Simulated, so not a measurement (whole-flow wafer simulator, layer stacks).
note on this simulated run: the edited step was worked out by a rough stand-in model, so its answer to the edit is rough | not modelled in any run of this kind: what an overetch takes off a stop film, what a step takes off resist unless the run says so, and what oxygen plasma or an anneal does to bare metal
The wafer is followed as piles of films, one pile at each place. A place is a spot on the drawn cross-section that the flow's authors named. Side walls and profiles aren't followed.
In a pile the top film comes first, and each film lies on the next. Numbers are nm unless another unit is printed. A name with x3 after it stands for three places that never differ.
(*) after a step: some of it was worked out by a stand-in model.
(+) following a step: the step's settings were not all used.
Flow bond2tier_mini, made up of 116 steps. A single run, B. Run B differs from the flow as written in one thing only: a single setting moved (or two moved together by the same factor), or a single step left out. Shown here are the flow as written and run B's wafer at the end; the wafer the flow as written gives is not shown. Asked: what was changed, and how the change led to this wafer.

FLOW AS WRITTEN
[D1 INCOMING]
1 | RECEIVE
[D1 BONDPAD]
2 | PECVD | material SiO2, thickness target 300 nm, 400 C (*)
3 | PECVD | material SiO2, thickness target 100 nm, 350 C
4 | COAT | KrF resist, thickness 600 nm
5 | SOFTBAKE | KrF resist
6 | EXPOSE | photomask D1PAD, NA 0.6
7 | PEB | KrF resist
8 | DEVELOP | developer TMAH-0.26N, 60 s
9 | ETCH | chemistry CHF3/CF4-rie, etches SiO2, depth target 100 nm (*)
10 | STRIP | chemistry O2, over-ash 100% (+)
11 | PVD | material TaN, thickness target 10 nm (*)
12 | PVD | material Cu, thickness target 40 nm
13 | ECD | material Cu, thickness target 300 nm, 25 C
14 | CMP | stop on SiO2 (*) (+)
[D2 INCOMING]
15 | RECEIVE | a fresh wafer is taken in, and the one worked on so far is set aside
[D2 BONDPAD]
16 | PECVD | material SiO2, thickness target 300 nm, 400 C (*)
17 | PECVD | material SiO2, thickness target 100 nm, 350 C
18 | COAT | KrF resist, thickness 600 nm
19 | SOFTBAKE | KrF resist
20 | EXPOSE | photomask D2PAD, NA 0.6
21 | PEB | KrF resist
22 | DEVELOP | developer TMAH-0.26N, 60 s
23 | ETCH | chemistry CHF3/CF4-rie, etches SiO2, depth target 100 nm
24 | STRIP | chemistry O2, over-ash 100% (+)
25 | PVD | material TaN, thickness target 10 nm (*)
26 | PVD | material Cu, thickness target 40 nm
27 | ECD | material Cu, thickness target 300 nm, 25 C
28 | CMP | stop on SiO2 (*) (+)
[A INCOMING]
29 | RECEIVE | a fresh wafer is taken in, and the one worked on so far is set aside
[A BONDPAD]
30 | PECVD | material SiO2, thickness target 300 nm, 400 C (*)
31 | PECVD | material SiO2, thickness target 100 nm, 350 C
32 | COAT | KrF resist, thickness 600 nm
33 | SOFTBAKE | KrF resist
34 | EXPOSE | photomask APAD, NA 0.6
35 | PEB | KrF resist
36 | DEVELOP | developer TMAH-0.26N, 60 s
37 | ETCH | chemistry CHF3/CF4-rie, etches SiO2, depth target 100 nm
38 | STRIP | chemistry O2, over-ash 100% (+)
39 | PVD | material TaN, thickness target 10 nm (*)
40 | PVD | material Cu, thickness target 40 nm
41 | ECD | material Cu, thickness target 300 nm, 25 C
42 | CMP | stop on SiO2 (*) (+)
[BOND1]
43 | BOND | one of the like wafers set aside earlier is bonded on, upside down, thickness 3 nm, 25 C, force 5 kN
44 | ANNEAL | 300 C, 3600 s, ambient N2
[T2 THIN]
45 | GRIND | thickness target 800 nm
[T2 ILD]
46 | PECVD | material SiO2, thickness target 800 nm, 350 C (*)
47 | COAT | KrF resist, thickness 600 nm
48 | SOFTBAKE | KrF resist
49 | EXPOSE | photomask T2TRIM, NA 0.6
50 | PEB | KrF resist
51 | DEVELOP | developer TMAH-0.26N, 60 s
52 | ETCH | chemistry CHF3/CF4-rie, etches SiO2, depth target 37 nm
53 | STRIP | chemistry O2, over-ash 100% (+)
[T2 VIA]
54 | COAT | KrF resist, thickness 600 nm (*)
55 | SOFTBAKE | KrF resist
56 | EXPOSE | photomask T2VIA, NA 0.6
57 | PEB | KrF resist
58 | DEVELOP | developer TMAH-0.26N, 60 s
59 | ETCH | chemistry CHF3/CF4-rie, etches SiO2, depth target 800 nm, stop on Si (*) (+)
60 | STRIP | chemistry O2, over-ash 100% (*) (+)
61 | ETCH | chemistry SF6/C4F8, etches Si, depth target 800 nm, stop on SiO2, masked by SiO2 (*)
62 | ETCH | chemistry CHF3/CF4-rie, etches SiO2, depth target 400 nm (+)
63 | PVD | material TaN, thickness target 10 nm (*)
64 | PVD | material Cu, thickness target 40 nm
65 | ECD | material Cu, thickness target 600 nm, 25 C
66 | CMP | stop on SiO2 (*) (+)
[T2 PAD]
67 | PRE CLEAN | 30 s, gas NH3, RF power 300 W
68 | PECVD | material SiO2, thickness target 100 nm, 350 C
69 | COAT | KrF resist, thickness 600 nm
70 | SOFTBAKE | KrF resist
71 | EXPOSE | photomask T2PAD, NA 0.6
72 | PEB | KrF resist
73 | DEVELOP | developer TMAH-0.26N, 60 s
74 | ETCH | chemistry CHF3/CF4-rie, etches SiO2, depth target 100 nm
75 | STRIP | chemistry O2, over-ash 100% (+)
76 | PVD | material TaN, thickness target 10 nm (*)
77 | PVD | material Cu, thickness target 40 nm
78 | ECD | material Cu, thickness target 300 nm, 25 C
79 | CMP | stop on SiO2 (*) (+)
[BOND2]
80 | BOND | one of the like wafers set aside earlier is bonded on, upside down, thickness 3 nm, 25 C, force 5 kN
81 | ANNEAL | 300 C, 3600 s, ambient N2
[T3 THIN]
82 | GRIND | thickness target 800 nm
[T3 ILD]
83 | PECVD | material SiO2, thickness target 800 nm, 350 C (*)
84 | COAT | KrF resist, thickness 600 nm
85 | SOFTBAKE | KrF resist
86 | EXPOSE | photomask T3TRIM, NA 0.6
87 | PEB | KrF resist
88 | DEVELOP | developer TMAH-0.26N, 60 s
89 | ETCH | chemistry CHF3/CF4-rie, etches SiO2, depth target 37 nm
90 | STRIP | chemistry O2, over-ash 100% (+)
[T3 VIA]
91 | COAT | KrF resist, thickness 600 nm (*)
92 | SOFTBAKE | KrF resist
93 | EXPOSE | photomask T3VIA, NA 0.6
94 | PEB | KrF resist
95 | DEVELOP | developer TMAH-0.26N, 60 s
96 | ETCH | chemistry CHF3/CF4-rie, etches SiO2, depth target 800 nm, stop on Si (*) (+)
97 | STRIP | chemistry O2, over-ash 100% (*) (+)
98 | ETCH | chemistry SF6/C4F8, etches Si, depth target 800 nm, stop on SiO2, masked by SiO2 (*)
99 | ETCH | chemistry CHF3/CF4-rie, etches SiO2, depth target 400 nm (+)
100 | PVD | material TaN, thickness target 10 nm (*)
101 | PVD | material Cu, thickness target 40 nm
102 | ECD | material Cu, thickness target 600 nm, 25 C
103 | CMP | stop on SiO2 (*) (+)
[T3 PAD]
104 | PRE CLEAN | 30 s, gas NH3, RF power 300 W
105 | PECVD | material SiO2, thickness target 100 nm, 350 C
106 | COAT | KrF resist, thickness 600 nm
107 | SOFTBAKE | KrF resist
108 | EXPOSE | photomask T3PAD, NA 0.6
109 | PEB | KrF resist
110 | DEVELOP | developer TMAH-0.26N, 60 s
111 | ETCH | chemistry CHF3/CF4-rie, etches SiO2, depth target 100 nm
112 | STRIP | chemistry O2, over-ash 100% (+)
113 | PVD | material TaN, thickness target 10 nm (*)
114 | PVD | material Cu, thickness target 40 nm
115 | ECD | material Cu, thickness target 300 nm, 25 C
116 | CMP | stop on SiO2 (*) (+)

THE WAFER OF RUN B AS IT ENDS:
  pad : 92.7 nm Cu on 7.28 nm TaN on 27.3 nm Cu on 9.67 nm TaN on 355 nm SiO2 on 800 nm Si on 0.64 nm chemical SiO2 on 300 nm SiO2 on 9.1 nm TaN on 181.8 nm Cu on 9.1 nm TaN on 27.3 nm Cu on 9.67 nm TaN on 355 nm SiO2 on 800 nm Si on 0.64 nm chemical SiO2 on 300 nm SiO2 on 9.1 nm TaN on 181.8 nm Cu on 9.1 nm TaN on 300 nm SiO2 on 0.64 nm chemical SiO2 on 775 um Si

Cause: step 113, PVD: thickness target 8 nm was run, while the flow as written has thickness target 10 nm.

The path from the change to this, step by step:
  113 | PVD | material TaN, thickness target 10 nm (*)
      field: +8 TaN (new film) (in the flow as written it would be: +10 TaN (new film))
      pad: +7.28 TaN (new film) (in the flow as written it would be: +9.1 TaN (new film))
  116 | CMP | stop on SiO2 (*) (+)
      field: -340 Cu (all of it), -8 TaN (all of it) (in the flow as written it would be: -340 Cu (all of it), -10 TaN (all of it))
